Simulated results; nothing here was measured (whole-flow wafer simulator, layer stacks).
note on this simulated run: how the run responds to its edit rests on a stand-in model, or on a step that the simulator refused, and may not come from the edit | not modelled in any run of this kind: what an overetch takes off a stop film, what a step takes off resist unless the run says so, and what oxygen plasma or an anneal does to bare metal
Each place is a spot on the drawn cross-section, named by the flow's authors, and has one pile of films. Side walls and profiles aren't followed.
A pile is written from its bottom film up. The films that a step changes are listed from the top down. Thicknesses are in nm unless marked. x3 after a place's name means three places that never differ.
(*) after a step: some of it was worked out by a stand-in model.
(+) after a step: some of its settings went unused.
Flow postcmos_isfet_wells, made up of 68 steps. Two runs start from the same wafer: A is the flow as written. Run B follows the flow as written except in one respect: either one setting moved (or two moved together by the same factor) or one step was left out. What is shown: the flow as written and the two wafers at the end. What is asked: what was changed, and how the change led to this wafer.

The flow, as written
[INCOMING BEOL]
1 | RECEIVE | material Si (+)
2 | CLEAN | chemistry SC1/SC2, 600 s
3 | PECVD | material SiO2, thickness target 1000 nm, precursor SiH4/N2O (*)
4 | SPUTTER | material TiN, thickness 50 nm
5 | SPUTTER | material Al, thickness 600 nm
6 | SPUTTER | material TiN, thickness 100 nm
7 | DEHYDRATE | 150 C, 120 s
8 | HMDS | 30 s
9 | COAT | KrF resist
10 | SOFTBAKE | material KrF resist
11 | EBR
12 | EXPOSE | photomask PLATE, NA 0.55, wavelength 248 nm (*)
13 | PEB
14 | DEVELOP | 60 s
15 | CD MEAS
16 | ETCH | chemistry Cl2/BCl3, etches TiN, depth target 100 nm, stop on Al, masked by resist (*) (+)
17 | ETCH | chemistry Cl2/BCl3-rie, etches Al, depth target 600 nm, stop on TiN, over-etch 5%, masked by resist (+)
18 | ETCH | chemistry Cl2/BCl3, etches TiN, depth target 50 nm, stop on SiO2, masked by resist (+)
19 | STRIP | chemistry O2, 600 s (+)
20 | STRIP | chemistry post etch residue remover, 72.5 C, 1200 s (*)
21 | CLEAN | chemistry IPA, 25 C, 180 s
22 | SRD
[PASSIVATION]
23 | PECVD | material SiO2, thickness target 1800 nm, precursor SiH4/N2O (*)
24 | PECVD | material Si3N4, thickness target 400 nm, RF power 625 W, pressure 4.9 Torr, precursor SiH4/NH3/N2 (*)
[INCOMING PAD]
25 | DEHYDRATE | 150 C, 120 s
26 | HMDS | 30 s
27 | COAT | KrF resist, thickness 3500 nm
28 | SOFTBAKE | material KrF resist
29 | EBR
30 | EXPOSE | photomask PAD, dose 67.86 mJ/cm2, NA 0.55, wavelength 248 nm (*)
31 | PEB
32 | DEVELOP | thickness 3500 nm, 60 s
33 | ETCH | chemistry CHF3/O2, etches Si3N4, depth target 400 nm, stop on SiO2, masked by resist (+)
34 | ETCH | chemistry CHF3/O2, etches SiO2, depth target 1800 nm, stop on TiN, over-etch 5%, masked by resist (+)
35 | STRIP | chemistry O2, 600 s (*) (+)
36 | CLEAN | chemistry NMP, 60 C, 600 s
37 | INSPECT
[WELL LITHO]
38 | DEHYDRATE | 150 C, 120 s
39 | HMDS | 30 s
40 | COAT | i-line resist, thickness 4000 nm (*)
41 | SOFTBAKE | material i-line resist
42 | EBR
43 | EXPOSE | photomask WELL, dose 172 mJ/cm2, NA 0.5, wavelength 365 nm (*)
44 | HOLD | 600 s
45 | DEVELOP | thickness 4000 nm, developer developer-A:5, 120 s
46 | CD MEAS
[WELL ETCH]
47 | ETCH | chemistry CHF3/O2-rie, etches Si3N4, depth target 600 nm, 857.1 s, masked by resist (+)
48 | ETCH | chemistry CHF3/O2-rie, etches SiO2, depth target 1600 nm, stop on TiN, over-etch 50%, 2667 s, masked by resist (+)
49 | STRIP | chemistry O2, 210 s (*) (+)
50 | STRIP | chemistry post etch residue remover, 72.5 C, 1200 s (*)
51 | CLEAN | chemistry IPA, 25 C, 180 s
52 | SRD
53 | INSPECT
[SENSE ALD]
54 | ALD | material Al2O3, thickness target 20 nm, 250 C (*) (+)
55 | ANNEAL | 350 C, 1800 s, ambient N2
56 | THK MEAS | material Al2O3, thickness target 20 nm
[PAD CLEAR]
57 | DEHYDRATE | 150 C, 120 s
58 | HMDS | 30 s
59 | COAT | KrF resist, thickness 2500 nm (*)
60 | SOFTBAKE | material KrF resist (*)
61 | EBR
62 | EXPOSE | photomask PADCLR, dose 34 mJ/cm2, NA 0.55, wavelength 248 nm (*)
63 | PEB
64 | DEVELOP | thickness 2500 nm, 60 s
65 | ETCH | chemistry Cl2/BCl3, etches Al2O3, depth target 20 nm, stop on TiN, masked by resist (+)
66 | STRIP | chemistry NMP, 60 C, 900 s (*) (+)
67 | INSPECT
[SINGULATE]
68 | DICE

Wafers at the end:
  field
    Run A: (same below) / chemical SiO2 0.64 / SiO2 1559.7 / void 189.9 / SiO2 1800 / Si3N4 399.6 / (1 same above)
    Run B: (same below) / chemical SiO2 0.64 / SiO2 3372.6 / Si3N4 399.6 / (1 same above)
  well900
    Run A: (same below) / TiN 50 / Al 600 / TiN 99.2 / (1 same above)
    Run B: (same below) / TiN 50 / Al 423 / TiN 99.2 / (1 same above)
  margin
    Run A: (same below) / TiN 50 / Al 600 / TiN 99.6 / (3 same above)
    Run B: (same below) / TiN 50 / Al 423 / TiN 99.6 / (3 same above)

The reason: step 5, SPUTTER: thickness 423 nm was run, whereas the flow has thickness 600 nm; step 17, ETCH: depth target 423 nm was run, where the flow has depth target 600 nm.
The wafer itself shows it: well900 has Al 423, and step 5 as written asks for 600 nm.

How this came from the change, step by step:
  5 | SPUTTER | material Al, thickness 600 nm
      field, margin, well900, well1300 x3, pad_rim, pad_clr, pad_open: A Al gains 600 (new film) | B Al gains 423 (new film)
  17 | ETCH | chemistry Cl2/BCl3-rie, etches Al, depth target 600 nm, stop on TiN, over-etch 5%, masked by resist (+)
      margin, well900, well1300 x3, pad_rim, pad_clr, pad_open: A KrF resist loses 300 | B KrF resist loses 211.5
      field: A Al loses 600 (all of it) | B Al loses 423 (all of it)
  19 | STRIP | chemistry O2, 600 s (+)
      margin, well900, well1300 x3, pad_rim, pad_clr, pad_open: A KrF resist loses 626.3 (all of it) | B KrF resist loses 714.8 (all of it)
  23 | PECVD | material SiO2, thickness target 1800 nm, precursor SiH4/N2O (*)
      field: A SiO2 gains 1800 (new film), void gains 189.9 (new film), SiO2 gains 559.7 | B SiO2 gains 2372.6
